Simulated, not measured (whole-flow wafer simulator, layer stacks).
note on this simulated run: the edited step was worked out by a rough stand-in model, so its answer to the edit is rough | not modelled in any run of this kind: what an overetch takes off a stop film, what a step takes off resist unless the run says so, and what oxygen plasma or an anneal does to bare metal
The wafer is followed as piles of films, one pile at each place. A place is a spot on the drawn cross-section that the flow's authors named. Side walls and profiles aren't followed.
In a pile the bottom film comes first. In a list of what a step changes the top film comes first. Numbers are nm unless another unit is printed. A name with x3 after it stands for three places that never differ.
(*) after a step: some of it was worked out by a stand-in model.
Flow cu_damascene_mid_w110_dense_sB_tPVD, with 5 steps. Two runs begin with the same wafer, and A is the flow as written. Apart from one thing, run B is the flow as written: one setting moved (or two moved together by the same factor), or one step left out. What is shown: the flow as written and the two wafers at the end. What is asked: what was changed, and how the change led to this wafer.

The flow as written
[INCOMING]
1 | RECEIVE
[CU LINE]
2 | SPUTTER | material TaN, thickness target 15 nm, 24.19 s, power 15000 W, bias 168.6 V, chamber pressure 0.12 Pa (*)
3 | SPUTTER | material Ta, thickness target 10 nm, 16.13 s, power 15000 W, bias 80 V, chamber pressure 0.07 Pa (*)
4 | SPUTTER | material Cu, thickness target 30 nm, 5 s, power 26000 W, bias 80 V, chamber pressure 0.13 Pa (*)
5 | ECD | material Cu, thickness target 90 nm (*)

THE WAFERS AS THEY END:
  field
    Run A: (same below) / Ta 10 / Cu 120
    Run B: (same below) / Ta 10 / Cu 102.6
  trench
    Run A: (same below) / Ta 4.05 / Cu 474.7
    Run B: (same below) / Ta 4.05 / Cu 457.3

What caused this: step 4, SPUTTER: thickness target 12.6 nm was run, while the flow as written has thickness target 30 nm; step 4, SPUTTER: 2.095 s was run, where the flow has 5 s.

Step by step, how the change led to this:
  4 | SPUTTER | material Cu, thickness target 30 nm, 5 s, power 26000 W, bias 80 V, chamber pressure 0.13 Pa (*)
      field: A Cu gains 30 (new film) | B Cu gains 12.6 (new film)
      trench: A Cu gains 12.5 (new film) | B Cu gains 5.24 (new film)
  5 | ECD | material Cu, thickness target 90 nm (*)
      trench: A Cu gains 462.2 | B Cu gains 452.1
